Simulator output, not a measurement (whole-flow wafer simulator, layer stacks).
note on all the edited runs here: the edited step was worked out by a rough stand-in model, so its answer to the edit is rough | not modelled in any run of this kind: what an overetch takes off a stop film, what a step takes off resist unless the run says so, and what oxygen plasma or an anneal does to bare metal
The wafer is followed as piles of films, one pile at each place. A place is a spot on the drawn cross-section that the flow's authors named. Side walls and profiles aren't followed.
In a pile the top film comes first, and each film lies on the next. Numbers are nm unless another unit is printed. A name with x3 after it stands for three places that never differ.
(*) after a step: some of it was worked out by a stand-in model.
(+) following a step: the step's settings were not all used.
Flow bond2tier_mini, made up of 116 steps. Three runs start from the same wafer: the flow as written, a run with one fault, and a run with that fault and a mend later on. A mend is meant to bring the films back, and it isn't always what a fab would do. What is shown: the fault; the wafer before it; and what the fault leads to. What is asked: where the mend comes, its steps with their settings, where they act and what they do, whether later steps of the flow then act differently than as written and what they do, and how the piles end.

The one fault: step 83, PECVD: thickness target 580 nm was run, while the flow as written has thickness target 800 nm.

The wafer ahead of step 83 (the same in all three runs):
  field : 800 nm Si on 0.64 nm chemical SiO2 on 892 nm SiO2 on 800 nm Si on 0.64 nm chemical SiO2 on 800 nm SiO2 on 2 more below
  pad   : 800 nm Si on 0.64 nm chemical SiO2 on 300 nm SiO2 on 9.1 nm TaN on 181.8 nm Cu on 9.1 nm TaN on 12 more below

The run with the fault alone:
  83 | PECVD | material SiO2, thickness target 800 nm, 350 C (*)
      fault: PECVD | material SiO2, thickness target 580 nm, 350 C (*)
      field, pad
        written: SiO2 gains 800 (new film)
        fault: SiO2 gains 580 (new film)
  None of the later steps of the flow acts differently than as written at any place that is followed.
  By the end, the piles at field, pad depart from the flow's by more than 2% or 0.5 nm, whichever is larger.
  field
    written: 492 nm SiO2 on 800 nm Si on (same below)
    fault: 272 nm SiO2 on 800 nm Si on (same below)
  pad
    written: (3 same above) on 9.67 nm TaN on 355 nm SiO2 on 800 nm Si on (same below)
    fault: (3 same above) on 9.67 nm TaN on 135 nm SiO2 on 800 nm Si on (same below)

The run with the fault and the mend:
  The mend stands after step 88.
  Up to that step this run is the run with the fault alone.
  88a | STRIP | chemistry O2, over-ash 100% (+)
      field
        KrF resist loses 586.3 (all of it)
  88b | PECVD | material SiO2, thickness target 220 nm, 350 C (a further turn of the flow's step 83, with different settings)
      field, pad
        SiO2 gains 220
  88c | COAT | KrF resist, thickness 600 nm (a further turn of the flow's step 84)
      field, pad
        KrF resist gains 600 (new film)
  88d | SOFTBAKE | KrF resist (a further turn of the flow's step 85)
      alters no film at any place that is followed
  88e | EXPOSE | photomask T3TRIM, NA 0.6 (a further turn of the flow's step 86)
      alters no film at any place that is followed
  88f | PEB | KrF resist (a further turn of the flow's step 87)
      alters no film at any place that is followed
  88g | DEVELOP | developer TMAH-0.26N, 60 s (a further turn of the flow's step 88)
      field
        KrF resist loses 13.7
      pad
        KrF resist loses 600 (all of it)
  None of the later steps of the flow acts differently than as written at any place that is followed.
  At every place that both follow, the piles at the end match the flow's.
